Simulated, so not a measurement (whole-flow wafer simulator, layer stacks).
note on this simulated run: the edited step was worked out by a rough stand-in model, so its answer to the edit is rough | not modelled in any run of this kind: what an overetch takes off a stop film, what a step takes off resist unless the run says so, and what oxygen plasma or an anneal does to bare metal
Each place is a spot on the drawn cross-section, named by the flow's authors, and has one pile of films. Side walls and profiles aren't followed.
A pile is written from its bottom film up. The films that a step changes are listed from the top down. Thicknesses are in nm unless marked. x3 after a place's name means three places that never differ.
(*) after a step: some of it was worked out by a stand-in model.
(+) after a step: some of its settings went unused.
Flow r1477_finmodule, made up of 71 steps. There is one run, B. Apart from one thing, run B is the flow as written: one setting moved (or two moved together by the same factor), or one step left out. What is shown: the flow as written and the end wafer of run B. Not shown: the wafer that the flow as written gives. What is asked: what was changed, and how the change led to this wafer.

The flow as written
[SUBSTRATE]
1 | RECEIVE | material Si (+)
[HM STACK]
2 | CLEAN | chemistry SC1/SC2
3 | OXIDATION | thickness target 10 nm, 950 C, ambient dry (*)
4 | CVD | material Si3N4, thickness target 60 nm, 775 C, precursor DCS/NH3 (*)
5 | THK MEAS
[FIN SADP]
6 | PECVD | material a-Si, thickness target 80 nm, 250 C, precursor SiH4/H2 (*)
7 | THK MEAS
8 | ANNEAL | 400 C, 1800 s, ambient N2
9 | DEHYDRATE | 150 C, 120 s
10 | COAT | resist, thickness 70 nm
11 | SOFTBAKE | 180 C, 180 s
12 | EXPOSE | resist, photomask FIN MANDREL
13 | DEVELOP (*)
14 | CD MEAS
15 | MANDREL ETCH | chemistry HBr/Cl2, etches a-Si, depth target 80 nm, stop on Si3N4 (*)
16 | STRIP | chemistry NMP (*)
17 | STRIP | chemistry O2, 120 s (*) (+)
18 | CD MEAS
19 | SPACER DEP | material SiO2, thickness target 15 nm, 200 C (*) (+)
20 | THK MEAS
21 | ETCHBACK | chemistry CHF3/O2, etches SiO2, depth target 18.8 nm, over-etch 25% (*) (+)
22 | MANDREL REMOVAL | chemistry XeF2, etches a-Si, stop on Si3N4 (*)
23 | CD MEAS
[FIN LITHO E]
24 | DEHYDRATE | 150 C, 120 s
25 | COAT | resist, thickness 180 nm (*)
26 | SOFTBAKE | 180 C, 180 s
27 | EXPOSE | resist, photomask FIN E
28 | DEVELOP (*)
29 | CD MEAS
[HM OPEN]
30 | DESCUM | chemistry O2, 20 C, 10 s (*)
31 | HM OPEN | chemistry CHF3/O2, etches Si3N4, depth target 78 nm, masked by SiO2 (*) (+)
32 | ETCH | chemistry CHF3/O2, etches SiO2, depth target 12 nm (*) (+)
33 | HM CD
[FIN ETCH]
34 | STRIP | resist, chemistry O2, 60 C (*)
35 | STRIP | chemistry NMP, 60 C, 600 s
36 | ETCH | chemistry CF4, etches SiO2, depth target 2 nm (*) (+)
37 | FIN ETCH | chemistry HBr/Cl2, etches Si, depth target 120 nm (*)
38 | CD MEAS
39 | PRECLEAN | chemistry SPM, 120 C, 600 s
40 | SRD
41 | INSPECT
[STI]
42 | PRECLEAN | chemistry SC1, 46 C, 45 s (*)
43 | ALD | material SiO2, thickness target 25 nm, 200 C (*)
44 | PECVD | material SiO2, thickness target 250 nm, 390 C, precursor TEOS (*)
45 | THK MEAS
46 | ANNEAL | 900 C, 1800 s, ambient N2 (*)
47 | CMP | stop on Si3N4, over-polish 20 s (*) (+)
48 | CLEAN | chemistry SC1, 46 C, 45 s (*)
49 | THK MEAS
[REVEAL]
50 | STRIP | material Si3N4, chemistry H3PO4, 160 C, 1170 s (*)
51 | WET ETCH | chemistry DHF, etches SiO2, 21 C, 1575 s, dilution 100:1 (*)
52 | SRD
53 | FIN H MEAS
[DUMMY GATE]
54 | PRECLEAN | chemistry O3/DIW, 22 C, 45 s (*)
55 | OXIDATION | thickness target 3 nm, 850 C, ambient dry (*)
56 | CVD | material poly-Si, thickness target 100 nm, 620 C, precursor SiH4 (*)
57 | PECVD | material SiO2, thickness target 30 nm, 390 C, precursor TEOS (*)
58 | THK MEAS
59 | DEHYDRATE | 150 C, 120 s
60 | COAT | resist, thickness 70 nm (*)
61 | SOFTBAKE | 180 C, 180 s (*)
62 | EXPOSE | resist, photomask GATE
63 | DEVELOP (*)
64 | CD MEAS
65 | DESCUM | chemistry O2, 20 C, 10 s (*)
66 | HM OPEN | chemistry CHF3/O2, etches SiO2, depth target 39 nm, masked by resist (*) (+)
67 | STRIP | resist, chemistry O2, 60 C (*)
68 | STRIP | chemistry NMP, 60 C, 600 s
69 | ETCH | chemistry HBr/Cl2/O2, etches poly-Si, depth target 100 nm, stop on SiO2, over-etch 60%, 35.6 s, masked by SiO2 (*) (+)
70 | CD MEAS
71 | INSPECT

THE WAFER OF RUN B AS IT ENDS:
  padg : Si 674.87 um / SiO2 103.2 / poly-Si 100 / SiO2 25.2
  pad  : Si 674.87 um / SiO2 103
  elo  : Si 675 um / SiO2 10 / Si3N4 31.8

What caused this: step 69, ETCH: depth target 90 nm was run, whereas the flow has depth target 100 nm.

Step by step, how the change led to this:
  69 | ETCH | chemistry HBr/Cl2/O2, etches poly-Si, depth target 100 nm, stop on SiO2, over-etch 60%, 35.6 s, masked by SiO2 (*) (+)
      padg, elg, esg and 15 more: SiO2 loses 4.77 (as written it would have been: SiO2 loses 5.3)
